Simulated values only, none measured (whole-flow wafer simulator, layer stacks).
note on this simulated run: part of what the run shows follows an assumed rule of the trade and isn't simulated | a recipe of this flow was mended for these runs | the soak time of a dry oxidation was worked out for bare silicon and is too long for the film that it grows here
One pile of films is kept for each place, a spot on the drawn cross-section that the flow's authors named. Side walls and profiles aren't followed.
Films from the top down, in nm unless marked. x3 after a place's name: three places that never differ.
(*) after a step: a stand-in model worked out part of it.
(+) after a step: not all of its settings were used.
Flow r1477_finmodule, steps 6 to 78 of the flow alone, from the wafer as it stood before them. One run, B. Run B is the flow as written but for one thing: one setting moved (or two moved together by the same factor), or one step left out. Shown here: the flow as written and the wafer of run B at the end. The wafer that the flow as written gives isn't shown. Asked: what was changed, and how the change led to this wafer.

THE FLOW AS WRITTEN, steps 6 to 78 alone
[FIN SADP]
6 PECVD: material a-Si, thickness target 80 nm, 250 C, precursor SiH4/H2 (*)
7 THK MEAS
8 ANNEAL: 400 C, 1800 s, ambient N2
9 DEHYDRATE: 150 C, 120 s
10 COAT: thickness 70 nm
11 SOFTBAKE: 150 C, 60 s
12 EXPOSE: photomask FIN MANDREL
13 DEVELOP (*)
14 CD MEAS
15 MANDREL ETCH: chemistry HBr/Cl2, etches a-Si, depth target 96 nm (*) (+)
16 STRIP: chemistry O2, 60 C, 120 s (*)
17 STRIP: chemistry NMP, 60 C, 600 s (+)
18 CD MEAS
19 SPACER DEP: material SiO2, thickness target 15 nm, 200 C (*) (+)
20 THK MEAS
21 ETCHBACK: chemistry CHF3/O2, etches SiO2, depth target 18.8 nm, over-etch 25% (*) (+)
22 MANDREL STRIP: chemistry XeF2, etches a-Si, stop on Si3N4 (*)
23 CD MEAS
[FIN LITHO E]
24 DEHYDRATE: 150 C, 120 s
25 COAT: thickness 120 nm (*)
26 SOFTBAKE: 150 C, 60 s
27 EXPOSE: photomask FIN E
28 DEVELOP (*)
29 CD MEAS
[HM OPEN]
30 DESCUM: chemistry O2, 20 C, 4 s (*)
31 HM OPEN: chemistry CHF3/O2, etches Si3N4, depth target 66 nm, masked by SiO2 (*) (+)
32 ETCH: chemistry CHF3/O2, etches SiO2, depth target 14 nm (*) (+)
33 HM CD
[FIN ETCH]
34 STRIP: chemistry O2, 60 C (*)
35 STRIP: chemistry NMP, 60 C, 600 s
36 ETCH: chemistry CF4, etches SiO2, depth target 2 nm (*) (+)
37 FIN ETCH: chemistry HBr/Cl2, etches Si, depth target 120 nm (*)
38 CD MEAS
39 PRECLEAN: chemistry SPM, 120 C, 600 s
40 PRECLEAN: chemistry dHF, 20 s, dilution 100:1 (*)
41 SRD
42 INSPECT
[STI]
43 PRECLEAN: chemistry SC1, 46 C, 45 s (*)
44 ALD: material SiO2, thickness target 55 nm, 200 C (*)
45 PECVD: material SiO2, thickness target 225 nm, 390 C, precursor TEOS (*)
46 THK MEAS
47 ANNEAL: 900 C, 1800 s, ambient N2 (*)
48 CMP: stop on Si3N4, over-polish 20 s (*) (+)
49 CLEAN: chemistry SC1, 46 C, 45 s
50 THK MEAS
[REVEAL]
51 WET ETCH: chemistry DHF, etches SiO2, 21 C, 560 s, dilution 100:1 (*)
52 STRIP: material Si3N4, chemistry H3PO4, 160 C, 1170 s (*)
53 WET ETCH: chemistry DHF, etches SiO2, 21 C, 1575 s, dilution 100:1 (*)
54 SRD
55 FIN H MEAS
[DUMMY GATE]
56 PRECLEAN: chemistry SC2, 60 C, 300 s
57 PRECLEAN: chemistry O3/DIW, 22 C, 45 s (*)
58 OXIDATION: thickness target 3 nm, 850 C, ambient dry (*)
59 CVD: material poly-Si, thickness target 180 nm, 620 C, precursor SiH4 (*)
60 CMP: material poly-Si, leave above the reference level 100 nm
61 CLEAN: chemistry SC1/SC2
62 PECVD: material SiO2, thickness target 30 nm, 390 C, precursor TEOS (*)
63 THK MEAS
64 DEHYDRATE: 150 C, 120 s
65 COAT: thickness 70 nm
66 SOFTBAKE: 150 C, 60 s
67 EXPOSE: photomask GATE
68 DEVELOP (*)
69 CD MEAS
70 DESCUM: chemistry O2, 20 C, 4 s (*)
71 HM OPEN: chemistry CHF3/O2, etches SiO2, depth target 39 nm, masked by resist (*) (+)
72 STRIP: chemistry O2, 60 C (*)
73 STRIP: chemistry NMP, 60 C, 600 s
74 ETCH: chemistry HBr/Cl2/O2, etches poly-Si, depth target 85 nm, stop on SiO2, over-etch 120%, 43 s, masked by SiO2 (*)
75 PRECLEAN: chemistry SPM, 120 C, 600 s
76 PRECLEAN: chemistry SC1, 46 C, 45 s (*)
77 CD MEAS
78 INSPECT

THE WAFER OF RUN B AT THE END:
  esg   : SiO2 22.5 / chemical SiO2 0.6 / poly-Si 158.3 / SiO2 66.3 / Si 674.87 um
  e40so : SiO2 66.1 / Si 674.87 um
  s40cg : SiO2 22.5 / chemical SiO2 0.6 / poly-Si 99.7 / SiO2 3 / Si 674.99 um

The cause: step 21, ETCHBACK: depth target 10.3 nm was run, where the flow has depth target 18.8 nm.

How the change led to this, step by step:
  21 ETCHBACK: chemistry CHF3/O2, etches SiO2, depth target 18.8 nm, over-etch 25% (*) (+)
      pad, padg, elg x4 and 18 more: SiO2 -10.3 (as written it would be: SiO2 -15 (all of it), Si3N4 -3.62)
      s40cg, s45cg, s50cg, s40co, s45co, s50co: SiO2 -10.3 (as written it would be: SiO2 -15 (all of it), chemical SiO2 -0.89 (all of it), a-Si -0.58)
  22 MANDREL STRIP: chemistry XeF2, etches a-Si, stop on Si3N4 (*)
      s40cg, s45cg, s50cg, s40co, s45co, s50co: nothing (as written it would be: a-Si -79 (all of it))
  25 COAT: thickness 120 nm (*)
      s40cg, s40co: e-beam-resist +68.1 (new film) (as written it would be: e-beam-resist +136.7 (new film))
      s40sg, s40so: e-beam-resist +150.8 (new film) (as written it would be: e-beam-resist +142.6 (new film))
      (and at 14 more places)
  28 DEVELOP (*)
      s40cg, s40co: e-beam-resist -68.1 (all of it) (as written it would be: e-beam-resist -136.7 (all of it))
      s40sg, s40so: e-beam-resist -150.8 (all of it) (as written it would be: e-beam-resist -142.6 (all of it))
      (and at 14 more places)
  31 HM OPEN: chemistry CHF3/O2, etches Si3N4, depth target 66 nm, masked by SiO2 (*) (+)
      pad, padg, esg and 13 more: SiO2 -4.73 (all of it), Si3N4 -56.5 (as written it would be: Si3N4 -54.1 (all of it), SiO2 -5.95)
      s40cg, s45cg, s50cg, s40co, s45co, s50co: SiO2 -4.75 (all of it), chemical SiO2 -0.89 (all of it), a-Si -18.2 (as written it would be: Si3N4 -60 (all of it), SiO2 -3)
      (and at 6 more places)
  32 ETCH: chemistry CHF3/O2, etches SiO2, depth target 14 nm (*) (+)
      pad, padg, esg and 13 more: Si3N4 -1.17 (all of it), SiO2 -10 (all of it), Si -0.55 (as written it would be: SiO2 -4.05 (all of it), Si -1.99)
      s40cg, s45cg, s50cg, s40co, s45co, s50co: a-Si -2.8 (as written it would be: SiO2 -7 (all of it), Si -1.4)
      (and at 6 more places)
  34 STRIP: chemistry O2, 60 C (*)
      s40cg, s45cg, s50cg, s40co, s45co, s50co: chemical SiO2 +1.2 (new film), a-Si -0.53 (as written it would be: chemical SiO2 +1.2 (new film), Si -0.53)
  36 ETCH: chemistry CF4, etches SiO2, depth target 2 nm (*) (+)
      elg x4, elo x4: SiO2 -2 (as written it would be: Si3N4 -2.5)
      s40cg, s45cg, s50cg, s40co, s45co, s50co: chemical SiO2 -1.2 (all of it), a-Si -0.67 (as written it would be: chemical SiO2 -1.2 (all of it), Si -0.67)
      (and at 6 more places)
  37 FIN ETCH: chemistry HBr/Cl2, etches Si, depth target 120 nm (*)
      elg x4, elo x4: SiO2 -2.73 (all of it), Si3N4 -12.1 (as written it would be: Si3N4 -17.1)
      s40cg, s45cg, s50cg, s40co, s45co, s50co: a-Si -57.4 (all of it), Si3N4 -8.95 (as written it would be: Si -120)
      (and at 6 more places)
  39 PRECLEAN: chemistry SPM, 120 C, 600 s
      s40cg, s45cg, s50cg, s40co, s45co, s50co: nothing (as written it would be: chemical SiO2 +0.8 (new film), Si -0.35)
  40 PRECLEAN: chemistry dHF, 20 s, dilution 100:1 (*)
      s40cg, s45cg, s50cg, s40co, s45co, s50co: Si3N4 -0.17 (as written it would be: chemical SiO2 -0.8 (all of it))
      s40sg_line, s45sg_line, s50sg_line, s40so_line, s45so_line, s50so_line: SiO2 -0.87 (as written it would be: SiO2 -3.61)
  43 PRECLEAN: chemistry SC1, 46 C, 45 s (*)
      s40cg, s45cg, s50cg, s40co, s45co, s50co: nothing (as written it would be: chemical SiO2 +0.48 (new film), Si -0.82)
  44 ALD: material SiO2, thickness target 55 nm, 200 C (*)
      esg, e40sg, e100sg, e200sg, eso, e40so, e100so, e200so: SiO2 +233 (new film) (as written it would be: SiO2 +223.2 (new film))
      s40cg, s45cg, s50cg, s40co, s45co, s50co: SiO2 +55 (new film) (as written it would be: SiO2 +263.2 (new film))
      (and at 6 more places)
  48 CMP: stop on Si3N4, over-polish 20 s (*) (+)
      elg x4, elo x4: SiO2 -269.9 (all of it), Si3N4 -1.12 (as written it would be: SiO2 -247.6)
      s40cg, s45cg, s50cg, s40co, s45co, s50co: SiO2 -269.9 (all of it), Si3N4 -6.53 (as written it would be: SiO2 -288.1)
      (and at 16 more places)
  51 WET ETCH: chemistry DHF, etches SiO2, 21 C, 560 s, dilution 100:1 (*)
      elg x4, elo x4: Si3N4 -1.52 (as written it would be: SiO2 -22.3 (all of it), Si3N4 -0.41)
      s40cg, s45cg, s50cg, s40co, s45co, s50co: Si3N4 -1.52 (as written it would be: SiO2 -28.1)
  52 STRIP: material Si3N4, chemistry H3PO4, 160 C, 1170 s (*)
      s40cg, s45cg, s50cg, s40co, s45co, s50co: Si3N4 -42.8 (all of it), SiO2 -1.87 (as written it would be: SiO2 -4.28)
      elg x4, elo x4: Si3N4 -42.8 (all of it), SiO2 -1.87 (as written it would be: Si3N4 -33.9 (all of it), SiO2 -2.15)
  ... 5 more steps ...
  74 ETCH: chemistry HBr/Cl2/O2, etches poly-Si, depth target 85 nm, stop on SiO2, over-etch 120%, 43 s, masked by SiO2 (*)
      e40so, e100so, e200so, s40so, s45so, s50so: chemical SiO2 -1.12 (all of it), poly-Si -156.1 (all of it), SiO2 -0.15 (as written it would be: chemical SiO2 -1.12 (all of it), poly-Si -143.9 (all of it), SiO2 -0.22)
      s40co, s45co, s50co: chemical SiO2 -1.12 (all of it), poly-Si -97.6 (all of it), SiO2 -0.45 (as written it would be: chemical SiO2 -1.12 (all of it), poly-Si -143.9 (all of it), SiO2 -0.22)
      (and at 2 more places)
